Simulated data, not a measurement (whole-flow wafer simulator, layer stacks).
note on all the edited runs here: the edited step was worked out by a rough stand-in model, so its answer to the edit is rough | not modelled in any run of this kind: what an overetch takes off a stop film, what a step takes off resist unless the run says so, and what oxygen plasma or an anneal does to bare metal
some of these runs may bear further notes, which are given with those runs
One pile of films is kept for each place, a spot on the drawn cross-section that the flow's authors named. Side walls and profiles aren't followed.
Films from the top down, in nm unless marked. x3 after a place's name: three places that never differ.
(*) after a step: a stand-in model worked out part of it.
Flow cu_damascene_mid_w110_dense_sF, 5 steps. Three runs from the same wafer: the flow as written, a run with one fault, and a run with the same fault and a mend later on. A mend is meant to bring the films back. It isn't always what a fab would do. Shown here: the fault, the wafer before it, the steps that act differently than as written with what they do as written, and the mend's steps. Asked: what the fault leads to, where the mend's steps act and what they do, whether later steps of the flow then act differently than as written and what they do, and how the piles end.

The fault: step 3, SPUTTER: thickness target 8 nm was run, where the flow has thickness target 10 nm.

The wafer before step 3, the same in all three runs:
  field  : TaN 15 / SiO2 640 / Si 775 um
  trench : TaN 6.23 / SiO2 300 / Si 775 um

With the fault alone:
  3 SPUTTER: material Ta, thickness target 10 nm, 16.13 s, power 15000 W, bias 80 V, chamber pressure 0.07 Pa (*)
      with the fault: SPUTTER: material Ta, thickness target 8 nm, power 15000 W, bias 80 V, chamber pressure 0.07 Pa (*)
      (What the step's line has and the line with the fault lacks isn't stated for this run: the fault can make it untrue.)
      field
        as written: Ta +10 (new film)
        with the fault: Ta +8 (new film)
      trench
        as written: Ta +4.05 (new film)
        with the fault: Ta +3.24 (new film)
  No later step of the flow acts differently than as written, at any place that is followed, by more than 2% or 0.5 nm, whichever is larger.
  At the end the piles differ from the flow's by more than 2% or 0.5 nm, whichever is larger, at field, trench.
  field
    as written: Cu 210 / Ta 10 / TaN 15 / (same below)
    with the fault: Cu 210 / Ta 8 / TaN 15 / (same below)
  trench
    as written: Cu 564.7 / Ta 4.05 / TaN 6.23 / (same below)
    with the fault: Cu 563.5 / Ta 3.24 / TaN 6.23 / (same below)

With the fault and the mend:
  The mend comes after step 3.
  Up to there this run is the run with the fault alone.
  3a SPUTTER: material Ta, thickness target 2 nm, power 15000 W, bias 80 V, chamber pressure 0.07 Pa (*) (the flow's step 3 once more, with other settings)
      field
        Ta +2
      trench
        Ta +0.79
  No later step of the flow acts differently than as written, at any place that is followed, by more than 2% or 0.5 nm, whichever is larger.
  At the end the piles differ from the flow's only slightly at the places that both follow, by at most 2% or 0.5 nm, whichever is larger.
